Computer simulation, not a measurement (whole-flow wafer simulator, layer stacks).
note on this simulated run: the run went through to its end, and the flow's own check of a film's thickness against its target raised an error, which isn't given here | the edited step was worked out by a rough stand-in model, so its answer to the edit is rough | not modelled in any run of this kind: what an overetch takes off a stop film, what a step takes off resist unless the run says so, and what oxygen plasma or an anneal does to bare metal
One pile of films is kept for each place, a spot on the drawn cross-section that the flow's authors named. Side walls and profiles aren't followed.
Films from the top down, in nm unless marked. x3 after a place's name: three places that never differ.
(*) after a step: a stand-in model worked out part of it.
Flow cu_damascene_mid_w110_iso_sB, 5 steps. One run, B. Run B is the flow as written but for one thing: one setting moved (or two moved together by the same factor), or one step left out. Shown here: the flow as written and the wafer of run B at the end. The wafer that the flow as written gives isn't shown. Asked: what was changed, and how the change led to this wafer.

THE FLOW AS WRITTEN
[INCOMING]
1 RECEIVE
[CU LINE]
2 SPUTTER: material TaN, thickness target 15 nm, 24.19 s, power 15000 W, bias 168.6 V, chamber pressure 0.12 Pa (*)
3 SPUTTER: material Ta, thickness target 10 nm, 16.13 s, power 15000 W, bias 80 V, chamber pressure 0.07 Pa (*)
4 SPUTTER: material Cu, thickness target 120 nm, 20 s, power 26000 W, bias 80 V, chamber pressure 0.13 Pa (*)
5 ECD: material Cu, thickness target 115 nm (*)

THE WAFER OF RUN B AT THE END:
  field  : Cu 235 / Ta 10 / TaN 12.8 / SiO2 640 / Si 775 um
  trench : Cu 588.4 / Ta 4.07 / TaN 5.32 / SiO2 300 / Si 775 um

The cause: step 2, SPUTTER: thickness target 12.8 nm was run, where the flow has thickness target 15 nm; step 2, SPUTTER: 20.56 s was run, where the flow has 24.19 s.
It can be read off the wafer: field has TaN 12.8, and step 2 as written asks for 15 nm.

How the change led to this, step by step:
  2 SPUTTER: material TaN, thickness target 15 nm, 24.19 s, power 15000 W, bias 168.6 V, chamber pressure 0.12 Pa (*)
      field: TaN +12.8 (new film) (as written it would be: TaN +15 (new film))
      trench: TaN +5.32 (new film) (as written it would be: TaN +6.23 (new film))
